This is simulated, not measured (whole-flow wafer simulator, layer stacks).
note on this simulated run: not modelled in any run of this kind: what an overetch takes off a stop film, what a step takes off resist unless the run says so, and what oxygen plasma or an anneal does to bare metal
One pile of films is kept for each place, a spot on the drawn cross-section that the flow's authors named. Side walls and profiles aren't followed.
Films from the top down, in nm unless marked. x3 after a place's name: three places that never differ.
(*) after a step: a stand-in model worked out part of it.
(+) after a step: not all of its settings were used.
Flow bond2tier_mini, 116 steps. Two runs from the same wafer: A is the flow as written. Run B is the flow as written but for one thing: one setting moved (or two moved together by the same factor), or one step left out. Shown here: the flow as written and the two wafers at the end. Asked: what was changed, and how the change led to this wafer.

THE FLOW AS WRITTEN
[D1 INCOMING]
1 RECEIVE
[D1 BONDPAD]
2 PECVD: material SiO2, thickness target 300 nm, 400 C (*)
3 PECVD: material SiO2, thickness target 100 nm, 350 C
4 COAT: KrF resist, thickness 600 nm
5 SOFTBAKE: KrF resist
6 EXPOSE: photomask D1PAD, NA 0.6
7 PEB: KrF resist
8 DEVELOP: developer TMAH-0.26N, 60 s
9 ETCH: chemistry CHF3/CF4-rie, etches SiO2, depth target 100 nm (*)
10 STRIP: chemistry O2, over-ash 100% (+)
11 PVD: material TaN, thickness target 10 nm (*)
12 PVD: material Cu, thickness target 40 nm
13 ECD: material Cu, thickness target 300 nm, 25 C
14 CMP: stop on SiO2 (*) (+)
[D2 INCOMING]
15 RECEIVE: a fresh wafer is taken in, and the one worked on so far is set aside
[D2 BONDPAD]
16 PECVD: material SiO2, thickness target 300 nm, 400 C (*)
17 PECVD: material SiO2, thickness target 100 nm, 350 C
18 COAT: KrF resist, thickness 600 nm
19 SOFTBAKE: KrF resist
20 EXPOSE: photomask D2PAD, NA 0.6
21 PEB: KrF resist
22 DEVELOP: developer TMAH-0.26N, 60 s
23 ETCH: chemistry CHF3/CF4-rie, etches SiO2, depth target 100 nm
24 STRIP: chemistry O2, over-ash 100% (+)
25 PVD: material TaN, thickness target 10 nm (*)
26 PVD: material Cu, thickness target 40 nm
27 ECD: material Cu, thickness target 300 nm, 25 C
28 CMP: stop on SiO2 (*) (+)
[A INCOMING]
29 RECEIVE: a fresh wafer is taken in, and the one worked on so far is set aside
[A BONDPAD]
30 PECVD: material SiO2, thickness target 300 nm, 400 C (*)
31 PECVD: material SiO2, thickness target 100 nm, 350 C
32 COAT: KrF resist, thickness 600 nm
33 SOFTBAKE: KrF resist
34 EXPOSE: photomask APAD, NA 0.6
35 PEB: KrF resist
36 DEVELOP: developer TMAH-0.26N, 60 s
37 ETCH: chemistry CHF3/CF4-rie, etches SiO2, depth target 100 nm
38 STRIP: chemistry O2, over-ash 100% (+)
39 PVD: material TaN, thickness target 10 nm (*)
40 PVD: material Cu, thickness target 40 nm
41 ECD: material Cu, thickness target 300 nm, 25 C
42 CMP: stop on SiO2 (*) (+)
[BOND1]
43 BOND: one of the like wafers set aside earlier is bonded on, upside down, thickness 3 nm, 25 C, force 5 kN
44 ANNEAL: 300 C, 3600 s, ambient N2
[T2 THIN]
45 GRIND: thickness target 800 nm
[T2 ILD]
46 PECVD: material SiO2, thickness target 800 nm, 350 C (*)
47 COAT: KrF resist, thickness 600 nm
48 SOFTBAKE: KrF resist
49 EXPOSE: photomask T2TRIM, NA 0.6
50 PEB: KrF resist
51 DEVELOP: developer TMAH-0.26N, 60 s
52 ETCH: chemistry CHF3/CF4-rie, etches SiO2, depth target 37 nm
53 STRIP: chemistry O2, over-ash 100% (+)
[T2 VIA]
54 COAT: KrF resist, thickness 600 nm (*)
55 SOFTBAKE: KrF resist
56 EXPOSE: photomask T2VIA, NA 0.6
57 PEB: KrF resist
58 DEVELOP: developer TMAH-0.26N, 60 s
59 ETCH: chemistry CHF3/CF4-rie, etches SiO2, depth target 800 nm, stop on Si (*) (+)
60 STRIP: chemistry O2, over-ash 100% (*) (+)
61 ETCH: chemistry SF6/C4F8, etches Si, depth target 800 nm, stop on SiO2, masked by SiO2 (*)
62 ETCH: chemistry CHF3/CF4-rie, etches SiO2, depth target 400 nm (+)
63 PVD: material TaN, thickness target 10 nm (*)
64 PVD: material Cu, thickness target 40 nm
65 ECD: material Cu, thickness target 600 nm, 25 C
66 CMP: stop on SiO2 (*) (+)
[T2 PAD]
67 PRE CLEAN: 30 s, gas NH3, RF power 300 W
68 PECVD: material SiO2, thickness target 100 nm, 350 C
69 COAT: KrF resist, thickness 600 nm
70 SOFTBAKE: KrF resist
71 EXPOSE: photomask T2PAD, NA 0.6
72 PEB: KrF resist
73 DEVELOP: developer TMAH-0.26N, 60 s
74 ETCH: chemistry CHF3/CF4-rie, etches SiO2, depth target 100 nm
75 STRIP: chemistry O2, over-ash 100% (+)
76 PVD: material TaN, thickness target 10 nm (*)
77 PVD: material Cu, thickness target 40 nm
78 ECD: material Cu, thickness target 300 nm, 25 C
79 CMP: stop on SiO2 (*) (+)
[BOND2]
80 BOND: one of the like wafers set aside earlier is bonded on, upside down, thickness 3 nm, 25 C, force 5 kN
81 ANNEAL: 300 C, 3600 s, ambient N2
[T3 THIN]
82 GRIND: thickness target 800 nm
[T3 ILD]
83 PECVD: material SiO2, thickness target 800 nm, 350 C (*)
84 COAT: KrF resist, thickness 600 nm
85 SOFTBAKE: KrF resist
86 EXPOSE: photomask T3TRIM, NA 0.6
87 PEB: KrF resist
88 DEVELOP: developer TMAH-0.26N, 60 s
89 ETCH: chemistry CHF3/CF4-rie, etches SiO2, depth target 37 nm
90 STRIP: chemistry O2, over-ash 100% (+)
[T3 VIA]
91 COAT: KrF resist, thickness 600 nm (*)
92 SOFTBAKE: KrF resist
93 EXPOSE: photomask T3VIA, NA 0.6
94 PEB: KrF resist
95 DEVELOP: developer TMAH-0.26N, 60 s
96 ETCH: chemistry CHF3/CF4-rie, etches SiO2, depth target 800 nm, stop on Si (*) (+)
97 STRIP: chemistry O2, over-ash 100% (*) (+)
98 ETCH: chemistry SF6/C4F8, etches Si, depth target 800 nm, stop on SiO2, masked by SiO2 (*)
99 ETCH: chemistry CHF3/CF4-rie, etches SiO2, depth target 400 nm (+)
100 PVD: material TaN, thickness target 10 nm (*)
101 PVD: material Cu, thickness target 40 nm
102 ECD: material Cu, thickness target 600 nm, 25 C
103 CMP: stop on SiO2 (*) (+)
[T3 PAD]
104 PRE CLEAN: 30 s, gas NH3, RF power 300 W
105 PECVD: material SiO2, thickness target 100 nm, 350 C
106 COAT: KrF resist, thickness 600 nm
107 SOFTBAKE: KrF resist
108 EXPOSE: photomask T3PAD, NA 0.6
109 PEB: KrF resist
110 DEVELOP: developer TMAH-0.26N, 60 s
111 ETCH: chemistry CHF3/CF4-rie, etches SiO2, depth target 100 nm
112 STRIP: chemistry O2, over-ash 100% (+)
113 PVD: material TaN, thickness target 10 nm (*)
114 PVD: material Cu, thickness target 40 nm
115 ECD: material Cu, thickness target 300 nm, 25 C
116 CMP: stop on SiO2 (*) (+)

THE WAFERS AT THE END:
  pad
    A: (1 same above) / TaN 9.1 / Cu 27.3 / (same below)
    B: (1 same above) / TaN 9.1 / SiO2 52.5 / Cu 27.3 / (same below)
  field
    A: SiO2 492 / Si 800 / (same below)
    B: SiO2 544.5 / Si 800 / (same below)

The cause: step 105, PECVD: thickness target 152.5 nm was run, where the flow has thickness target 100 nm.

How the change led to this, step by step:
  105 PECVD: material SiO2, thickness target 100 nm, 350 C
      field: A SiO2 +100 | B SiO2 +152.5
      pad: A SiO2 +100 (new film) | B SiO2 +152.5 (new film)
  111 ETCH: chemistry CHF3/CF4-rie, etches SiO2, depth target 100 nm
      pad: A SiO2 -100 (all of it) | B SiO2 -100
Counting metal films that touch as one body, pad has 4 bodies (between them, from the top down: SiO2 52.5; SiO2 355 / Si 800 / chemical SiO2 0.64 / SiO2 300; SiO2 355 / Si 800 / chemical SiO2 0.64 / SiO2 300); the flow as written gives 3 bodies (between them, from the top down: SiO2 355 / Si 800 / chemical SiO2 0.64 / SiO2 300; SiO2 355 / Si 800 / chemical SiO2 0.64 / SiO2 300).
